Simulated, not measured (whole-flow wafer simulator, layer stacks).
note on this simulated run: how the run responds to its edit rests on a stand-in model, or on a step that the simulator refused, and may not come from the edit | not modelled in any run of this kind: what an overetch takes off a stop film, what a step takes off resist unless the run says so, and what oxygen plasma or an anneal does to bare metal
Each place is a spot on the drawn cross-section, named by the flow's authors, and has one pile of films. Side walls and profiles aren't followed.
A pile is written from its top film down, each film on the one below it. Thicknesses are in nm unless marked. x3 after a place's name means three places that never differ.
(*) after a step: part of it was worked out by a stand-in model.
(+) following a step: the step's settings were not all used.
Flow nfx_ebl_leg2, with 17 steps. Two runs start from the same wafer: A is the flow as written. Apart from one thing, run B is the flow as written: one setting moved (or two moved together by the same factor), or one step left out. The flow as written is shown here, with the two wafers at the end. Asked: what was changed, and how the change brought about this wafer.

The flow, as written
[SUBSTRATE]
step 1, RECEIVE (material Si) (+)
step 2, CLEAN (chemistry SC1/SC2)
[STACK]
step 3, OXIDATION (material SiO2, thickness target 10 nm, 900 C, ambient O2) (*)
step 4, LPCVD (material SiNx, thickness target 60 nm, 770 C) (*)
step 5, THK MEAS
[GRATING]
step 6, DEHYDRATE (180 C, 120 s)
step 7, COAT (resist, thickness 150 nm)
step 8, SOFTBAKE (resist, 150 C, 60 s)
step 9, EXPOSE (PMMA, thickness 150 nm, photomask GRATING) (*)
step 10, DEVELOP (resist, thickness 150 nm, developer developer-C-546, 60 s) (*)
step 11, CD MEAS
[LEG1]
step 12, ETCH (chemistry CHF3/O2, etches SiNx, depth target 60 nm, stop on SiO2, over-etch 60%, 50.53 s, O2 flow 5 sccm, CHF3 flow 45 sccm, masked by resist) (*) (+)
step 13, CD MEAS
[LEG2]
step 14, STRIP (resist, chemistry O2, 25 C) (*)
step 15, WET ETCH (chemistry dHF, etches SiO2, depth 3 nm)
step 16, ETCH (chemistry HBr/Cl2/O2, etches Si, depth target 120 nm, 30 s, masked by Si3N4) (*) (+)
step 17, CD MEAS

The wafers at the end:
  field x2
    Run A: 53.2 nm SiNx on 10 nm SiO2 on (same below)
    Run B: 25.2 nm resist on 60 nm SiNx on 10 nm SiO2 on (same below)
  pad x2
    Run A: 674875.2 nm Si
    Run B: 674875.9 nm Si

The reason: step 14, STRIP: resist, chemistry O2, 25 C (*), was not run.

How this came from the change, step by step:
  step 15, WET ETCH (chemistry dHF, etches SiO2, depth 3 nm)
      pad x2: A chemical SiO2 loses 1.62 (all of it) | B nothing
  step 16, ETCH (chemistry HBr/Cl2/O2, etches Si, depth target 120 nm, 30 s, masked by Si3N4) (*) (+)
      field x2: A SiNx loses 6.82 | B resist loses 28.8
